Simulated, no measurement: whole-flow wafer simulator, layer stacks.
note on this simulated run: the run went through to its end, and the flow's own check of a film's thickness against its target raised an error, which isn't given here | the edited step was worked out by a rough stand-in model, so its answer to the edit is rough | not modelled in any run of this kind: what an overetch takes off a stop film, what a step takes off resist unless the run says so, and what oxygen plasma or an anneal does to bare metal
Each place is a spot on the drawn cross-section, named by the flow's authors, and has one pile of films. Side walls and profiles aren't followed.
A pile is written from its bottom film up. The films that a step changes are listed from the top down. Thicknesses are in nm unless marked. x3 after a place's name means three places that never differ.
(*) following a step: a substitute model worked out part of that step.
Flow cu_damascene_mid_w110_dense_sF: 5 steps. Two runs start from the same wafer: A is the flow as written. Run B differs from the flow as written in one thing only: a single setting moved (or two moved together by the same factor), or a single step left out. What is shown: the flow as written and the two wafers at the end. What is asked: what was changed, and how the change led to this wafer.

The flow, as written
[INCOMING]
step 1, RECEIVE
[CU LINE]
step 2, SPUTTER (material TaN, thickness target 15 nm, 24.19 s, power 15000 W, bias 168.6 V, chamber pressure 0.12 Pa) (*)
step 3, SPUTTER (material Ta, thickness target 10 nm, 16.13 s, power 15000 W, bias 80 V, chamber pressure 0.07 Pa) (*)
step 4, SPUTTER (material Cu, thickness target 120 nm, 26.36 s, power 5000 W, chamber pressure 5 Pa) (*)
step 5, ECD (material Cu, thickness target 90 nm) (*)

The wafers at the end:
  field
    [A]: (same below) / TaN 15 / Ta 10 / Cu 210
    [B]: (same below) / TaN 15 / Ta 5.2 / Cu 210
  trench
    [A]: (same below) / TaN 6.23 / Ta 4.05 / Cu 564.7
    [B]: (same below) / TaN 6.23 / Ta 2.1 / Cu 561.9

What caused this: step 3, SPUTTER: thickness target 5.2 nm was run, while the flow as written has thickness target 10 nm; step 3, SPUTTER: 8.47 s was run, where the flow has 16.13 s.
One can read it off the wafer: field has Ta 5.2, and step 3 as written asks for 10 nm.

The path from the change to this, step by step:
  step 3, SPUTTER (material Ta, thickness target 10 nm, 16.13 s, power 15000 W, bias 80 V, chamber pressure 0.07 Pa) (*)
      field: A +10 Ta (new film) | B +5.2 Ta (new film)
      trench: A +4.05 Ta (new film) | B +2.1 Ta (new film)
